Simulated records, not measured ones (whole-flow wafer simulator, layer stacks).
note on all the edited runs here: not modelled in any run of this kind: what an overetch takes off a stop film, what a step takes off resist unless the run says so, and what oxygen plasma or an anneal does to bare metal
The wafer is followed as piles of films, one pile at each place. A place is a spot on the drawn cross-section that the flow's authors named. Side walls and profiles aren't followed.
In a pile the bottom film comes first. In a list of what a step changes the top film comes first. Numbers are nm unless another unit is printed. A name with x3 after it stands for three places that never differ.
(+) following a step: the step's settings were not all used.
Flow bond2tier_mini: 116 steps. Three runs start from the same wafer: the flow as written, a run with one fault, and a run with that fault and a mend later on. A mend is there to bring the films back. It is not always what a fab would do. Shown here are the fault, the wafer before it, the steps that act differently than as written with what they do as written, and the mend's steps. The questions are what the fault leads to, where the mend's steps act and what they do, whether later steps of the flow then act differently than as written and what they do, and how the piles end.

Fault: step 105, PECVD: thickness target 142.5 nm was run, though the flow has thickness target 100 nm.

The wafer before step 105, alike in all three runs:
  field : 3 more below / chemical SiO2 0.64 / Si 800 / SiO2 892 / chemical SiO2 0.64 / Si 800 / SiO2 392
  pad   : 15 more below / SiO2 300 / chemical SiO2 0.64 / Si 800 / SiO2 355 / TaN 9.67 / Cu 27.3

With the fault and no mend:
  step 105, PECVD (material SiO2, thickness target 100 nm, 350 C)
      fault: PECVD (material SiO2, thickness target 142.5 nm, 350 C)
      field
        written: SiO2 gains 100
        fault: SiO2 gains 142.5
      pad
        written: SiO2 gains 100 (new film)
        fault: SiO2 gains 142.5 (new film)
  Steps later in the flow that act otherwise than as written:
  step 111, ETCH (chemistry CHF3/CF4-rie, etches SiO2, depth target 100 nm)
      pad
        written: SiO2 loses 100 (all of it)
        fault: SiO2 loses 100
  By the end, the piles at field, pad depart from the flow's by more than 2% or 0.5 nm, whichever is larger.
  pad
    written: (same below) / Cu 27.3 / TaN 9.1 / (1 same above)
    fault: (same below) / Cu 27.3 / SiO2 42.5 / TaN 9.1 / (1 same above)
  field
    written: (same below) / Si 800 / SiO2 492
    fault: (same below) / Si 800 / SiO2 534.5

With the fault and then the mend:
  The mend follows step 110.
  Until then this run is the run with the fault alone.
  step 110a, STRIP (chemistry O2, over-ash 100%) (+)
      field
        KrF resist loses 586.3 (all of it)
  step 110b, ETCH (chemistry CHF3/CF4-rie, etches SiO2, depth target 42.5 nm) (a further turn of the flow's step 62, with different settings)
      field, pad
        SiO2 loses 42.5
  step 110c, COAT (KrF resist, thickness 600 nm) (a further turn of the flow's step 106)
      field, pad
        KrF resist gains 600 (new film)
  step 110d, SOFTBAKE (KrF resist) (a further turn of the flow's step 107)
      alters no film at any place that is followed
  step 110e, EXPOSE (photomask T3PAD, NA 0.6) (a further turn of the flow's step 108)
      alters no film at any place that is followed
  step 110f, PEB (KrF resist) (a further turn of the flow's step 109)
      alters no film at any place that is followed
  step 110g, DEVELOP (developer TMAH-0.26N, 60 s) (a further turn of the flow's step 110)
      field
        KrF resist loses 13.7
      pad
        KrF resist loses 600 (all of it)
  Later steps of the flow that are run all act as written at every place that is followed.
  By the end, the piles equal the flow's at every place that both follow.
